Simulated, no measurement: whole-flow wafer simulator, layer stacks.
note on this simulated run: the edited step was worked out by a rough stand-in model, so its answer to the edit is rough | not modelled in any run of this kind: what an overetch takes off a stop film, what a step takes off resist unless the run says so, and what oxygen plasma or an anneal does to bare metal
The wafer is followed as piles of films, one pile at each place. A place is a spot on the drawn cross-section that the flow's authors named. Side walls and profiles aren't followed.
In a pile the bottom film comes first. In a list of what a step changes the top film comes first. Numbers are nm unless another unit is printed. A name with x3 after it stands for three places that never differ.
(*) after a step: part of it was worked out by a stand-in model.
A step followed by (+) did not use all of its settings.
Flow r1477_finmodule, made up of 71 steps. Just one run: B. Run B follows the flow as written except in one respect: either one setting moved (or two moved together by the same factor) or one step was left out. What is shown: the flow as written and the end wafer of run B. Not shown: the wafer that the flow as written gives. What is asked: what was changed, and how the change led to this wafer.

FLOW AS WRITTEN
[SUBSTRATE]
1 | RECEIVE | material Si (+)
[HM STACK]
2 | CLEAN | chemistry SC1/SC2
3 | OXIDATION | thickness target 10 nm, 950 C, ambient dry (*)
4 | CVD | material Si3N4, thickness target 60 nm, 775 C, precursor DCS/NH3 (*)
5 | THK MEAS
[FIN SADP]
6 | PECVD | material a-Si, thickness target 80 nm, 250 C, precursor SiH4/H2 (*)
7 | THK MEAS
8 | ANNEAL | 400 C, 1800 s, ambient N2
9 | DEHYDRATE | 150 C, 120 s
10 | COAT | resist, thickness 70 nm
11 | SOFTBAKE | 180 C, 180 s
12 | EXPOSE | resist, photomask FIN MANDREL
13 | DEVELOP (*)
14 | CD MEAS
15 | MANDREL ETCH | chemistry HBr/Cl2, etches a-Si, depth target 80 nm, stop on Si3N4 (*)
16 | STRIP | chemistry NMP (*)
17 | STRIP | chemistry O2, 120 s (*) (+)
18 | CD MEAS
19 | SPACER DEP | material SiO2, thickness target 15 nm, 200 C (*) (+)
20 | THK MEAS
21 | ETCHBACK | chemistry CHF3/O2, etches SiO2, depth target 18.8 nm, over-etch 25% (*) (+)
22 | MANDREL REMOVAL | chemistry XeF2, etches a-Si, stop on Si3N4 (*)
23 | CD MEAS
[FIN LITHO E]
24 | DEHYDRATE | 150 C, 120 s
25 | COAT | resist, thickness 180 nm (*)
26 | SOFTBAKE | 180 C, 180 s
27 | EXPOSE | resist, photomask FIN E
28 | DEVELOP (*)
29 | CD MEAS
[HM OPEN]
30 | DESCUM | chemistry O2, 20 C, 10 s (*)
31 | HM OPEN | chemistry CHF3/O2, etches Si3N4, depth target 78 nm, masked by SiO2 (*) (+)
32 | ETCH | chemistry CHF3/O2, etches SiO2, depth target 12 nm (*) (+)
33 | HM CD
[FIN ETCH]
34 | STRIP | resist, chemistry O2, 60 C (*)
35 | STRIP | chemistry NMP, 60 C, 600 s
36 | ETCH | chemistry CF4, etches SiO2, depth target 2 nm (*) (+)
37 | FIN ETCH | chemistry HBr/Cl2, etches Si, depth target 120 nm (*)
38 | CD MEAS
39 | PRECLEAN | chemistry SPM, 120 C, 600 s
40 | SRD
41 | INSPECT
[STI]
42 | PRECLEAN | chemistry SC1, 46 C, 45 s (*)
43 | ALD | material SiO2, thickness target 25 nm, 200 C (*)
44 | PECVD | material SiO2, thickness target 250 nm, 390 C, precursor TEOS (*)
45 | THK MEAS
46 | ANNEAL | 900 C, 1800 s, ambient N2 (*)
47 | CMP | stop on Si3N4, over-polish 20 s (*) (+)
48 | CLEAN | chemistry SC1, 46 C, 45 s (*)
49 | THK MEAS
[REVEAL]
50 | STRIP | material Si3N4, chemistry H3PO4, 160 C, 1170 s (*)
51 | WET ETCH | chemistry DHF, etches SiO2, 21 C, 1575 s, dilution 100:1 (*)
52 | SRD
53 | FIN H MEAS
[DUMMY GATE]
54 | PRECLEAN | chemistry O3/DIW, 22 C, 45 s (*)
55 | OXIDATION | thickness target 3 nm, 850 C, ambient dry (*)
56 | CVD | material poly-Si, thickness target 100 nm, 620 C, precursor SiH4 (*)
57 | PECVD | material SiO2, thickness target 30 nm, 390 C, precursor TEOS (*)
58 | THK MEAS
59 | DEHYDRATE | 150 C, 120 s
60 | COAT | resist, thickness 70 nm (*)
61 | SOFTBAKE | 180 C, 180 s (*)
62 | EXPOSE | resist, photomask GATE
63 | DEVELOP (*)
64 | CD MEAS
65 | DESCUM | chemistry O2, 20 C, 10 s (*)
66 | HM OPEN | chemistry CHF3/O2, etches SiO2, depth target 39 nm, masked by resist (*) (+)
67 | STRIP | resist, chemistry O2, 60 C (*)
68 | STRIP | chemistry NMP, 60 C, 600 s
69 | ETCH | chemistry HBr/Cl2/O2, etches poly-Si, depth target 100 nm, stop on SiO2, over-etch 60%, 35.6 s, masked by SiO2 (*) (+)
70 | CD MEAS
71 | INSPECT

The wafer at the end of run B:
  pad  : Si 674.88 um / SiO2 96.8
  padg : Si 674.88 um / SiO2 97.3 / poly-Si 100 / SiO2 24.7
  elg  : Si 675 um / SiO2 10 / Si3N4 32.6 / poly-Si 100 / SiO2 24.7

The reason: step 37, FIN ETCH: depth target 114 nm was run, though the flow has depth target 120 nm.

Step by step, how the change led to this:
  37 | FIN ETCH | chemistry HBr/Cl2, etches Si, depth target 120 nm (*)
      pad, padg, esg and 19 more: Si loses 114 (in the flow as written it would be: Si loses 120)
      elg, e40lg, e100lg, e200lg, elo, e40lo, e100lo, e200lo: Si3N4 loses 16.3 (in the flow as written it would be: Si3N4 loses 17.1)
  43 | ALD | material SiO2, thickness target 25 nm, 200 C (*)
      s40cg, s45cg, s50cg, s40co, s45co, s50co: SiO2 gains 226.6 (new film) (in the flow as written it would be: SiO2 gains 232.1 (new film))
      esg: SiO2 gains 189.1 (new film) (in the flow as written it would be: SiO2 gains 194.3 (new film))
  47 | CMP | stop on Si3N4, over-polish 20 s (*) (+)
      pad, padg, e40sg and 11 more: SiO2 loses 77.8 (in the flow as written it would be: SiO2 loses 71.8)
      eso: SiO2 loses 78.4 (in the flow as written it would be: SiO2 loses 72.4)
  51 | WET ETCH | chemistry DHF, etches SiO2, 21 C, 1575 s, dilution 100:1 (*)
      elg, e40lg, e100lg, e200lg, elo, e40lo, e100lo, e200lo: SiO2 loses 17 (all of it), Si3N4 loses 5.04 (in the flow as written it would be: SiO2 loses 17.8 (all of it), Si3N4 loses 4.97)
